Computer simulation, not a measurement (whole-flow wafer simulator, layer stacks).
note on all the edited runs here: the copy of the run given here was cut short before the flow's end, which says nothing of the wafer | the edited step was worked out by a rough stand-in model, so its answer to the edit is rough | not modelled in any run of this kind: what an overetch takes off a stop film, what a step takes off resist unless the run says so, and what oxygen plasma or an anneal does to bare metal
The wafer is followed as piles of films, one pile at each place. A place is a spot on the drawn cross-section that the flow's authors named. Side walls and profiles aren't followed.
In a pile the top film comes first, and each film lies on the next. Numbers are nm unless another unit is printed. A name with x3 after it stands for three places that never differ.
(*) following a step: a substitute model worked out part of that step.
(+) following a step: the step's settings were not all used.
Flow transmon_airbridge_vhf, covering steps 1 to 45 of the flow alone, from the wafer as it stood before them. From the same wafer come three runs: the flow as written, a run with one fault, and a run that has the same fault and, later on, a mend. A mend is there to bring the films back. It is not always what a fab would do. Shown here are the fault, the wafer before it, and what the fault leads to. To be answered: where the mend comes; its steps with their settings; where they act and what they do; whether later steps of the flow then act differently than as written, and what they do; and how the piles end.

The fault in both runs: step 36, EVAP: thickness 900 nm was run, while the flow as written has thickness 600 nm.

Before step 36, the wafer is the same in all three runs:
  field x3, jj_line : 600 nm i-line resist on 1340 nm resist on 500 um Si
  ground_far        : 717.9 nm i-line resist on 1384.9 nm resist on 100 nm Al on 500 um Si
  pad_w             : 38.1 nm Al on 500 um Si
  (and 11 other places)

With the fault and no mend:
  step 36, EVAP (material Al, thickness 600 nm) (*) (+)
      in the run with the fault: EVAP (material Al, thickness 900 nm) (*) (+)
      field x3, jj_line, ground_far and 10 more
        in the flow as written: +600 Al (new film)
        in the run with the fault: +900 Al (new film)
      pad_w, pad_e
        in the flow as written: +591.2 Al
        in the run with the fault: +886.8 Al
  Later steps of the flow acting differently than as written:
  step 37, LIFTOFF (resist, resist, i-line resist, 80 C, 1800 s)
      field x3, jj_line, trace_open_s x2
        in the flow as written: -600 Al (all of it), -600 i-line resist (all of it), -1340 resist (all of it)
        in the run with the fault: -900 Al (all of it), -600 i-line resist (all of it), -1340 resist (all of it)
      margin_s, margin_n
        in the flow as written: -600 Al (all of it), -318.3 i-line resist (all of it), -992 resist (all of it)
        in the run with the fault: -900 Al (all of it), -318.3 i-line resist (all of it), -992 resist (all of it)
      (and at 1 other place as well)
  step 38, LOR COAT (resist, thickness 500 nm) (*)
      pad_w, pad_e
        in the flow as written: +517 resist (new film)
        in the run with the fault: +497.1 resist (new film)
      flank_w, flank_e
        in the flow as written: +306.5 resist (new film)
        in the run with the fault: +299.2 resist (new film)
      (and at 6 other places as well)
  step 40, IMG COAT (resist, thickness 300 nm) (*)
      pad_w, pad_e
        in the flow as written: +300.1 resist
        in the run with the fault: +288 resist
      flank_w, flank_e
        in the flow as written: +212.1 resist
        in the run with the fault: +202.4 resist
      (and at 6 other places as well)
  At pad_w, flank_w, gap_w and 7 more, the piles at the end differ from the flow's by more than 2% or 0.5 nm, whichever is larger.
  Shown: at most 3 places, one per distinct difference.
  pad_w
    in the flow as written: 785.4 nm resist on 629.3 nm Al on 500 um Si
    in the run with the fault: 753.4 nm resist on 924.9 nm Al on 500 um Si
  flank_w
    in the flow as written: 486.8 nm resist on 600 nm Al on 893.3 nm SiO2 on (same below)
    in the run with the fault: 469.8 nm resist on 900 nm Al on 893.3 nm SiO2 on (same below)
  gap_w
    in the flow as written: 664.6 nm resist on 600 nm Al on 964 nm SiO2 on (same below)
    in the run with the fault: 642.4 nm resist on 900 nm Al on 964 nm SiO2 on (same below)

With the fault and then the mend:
  After step 36 comes the mend.
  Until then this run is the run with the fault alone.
  step 36a, METAL ETCH (etches Al, depth 300 nm) (a further turn of the flow's step 11, with different settings)
      field x3, jj_line, ground_far and 12 more
        -300 Al
  None of the later steps of the flow differs from how it acts as written, at any place that is followed, by more than 2% or 0.5 nm, whichever is larger.
  At the end the piles are close to the flow's at the places that both follow, differing by at most 2% or 0.5 nm, whichever is larger.
